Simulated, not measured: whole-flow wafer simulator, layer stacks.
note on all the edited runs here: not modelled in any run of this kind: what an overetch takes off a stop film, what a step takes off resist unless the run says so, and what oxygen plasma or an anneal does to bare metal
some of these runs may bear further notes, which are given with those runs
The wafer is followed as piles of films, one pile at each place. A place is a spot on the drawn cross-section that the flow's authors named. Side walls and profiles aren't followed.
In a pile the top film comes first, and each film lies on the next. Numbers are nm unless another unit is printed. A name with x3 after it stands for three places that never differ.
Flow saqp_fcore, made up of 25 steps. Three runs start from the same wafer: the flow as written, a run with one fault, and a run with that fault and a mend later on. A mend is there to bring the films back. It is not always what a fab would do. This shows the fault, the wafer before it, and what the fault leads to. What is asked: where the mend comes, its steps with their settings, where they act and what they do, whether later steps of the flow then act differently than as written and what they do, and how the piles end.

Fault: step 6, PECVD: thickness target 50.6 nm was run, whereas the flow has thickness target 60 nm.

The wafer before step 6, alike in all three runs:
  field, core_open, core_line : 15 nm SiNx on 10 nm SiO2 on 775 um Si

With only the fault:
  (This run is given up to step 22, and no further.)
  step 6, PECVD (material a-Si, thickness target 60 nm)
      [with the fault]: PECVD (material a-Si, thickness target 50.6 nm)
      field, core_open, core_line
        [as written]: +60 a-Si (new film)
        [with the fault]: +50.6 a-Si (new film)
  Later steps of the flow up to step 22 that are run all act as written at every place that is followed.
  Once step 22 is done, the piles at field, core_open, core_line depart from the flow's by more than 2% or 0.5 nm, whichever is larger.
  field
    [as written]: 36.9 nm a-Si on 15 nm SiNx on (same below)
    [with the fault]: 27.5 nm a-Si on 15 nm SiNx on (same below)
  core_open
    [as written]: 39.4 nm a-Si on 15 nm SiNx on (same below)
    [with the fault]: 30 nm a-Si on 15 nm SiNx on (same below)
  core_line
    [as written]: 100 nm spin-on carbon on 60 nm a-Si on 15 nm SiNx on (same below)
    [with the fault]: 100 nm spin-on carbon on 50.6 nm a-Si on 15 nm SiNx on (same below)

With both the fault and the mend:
  The mend follows step 7.
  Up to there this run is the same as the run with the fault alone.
  step 7a, ETCH (chemistry tmah, depth target 58.19 nm)
      field, core_open, core_line
        -50.6 a-Si (all of it)
  step 7b, PECVD (material a-Si, thickness target 60 nm) (a further turn of the flow's step 6)
      field, core_open, core_line
        +60 a-Si (new film)
  Later steps of the flow that are run all act as written at every place that is followed.
  The piles end the same as the flow's at every place that both follow.
